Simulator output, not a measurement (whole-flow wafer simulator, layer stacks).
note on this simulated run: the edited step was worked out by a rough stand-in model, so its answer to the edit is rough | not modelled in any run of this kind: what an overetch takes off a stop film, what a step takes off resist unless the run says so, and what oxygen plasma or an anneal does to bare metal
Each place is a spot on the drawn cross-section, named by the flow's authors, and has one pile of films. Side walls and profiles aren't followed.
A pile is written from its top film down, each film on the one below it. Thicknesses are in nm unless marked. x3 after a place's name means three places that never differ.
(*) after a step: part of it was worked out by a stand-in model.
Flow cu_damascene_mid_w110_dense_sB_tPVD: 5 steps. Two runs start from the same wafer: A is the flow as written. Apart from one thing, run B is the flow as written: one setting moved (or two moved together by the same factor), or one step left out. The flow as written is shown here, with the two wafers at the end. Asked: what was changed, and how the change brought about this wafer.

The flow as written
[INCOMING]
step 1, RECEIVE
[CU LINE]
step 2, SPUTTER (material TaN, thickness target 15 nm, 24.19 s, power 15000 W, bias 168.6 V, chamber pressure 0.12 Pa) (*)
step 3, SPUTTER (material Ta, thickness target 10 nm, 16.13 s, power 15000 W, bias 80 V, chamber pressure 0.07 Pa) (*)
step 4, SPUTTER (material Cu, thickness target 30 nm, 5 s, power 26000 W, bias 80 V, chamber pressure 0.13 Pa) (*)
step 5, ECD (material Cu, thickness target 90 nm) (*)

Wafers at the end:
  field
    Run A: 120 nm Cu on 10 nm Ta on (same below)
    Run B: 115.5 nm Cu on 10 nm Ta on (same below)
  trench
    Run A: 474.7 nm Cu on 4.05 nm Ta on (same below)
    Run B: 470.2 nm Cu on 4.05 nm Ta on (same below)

Cause: step 4, SPUTTER: thickness target 25.5 nm was run, whereas the flow has thickness target 30 nm.

How this came from the change, step by step:
  step 4, SPUTTER (material Cu, thickness target 30 nm, 5 s, power 26000 W, bias 80 V, chamber pressure 0.13 Pa) (*)
      field: A +30 Cu (new film) | B +25.5 Cu (new film)
      trench: A +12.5 Cu (new film) | B +10.6 Cu (new film)
